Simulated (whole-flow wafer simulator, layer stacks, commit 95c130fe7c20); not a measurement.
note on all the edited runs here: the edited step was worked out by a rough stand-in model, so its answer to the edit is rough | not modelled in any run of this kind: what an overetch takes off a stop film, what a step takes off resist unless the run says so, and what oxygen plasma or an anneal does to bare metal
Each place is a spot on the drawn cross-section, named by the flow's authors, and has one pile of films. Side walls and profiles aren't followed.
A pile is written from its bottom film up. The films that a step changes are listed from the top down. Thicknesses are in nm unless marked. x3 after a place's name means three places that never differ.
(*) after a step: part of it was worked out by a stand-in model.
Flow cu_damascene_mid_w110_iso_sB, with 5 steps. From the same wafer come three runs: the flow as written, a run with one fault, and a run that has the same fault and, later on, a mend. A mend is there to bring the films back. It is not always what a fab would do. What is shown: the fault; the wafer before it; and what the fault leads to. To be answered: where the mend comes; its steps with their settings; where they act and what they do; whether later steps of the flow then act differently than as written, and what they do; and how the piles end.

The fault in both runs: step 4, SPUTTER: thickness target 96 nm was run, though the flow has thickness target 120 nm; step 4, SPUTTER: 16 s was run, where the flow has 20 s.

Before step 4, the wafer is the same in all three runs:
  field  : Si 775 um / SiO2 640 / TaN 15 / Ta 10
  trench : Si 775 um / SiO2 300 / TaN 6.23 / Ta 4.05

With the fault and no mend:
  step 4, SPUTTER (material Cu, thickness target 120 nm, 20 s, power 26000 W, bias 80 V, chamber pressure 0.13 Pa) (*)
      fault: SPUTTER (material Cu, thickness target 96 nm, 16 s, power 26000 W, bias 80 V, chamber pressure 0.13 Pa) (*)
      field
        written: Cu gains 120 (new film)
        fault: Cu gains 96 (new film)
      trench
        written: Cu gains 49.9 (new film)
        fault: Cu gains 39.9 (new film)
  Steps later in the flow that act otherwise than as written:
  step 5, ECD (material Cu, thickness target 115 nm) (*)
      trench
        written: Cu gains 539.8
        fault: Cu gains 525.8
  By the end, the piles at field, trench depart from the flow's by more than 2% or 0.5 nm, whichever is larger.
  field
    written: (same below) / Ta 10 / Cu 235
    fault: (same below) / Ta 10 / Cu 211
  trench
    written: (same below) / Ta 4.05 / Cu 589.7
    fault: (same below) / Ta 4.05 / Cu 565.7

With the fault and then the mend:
  The mend follows step 4.
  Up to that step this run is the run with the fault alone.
  step 4a, SPUTTER (material Cu, thickness target 24 nm, 4 s, power 26000 W, bias 80 V, chamber pressure 0.13 Pa) (*) (a further turn of the flow's step 4, with different settings)
      field
        Cu gains 24
      trench
        Cu gains 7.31
  None of the later steps of the flow differs from how it acts as written, at any place that is followed, by more than 2% or 0.5 nm, whichever is larger.
  By the end, the piles equal the flow's at every place that both follow.
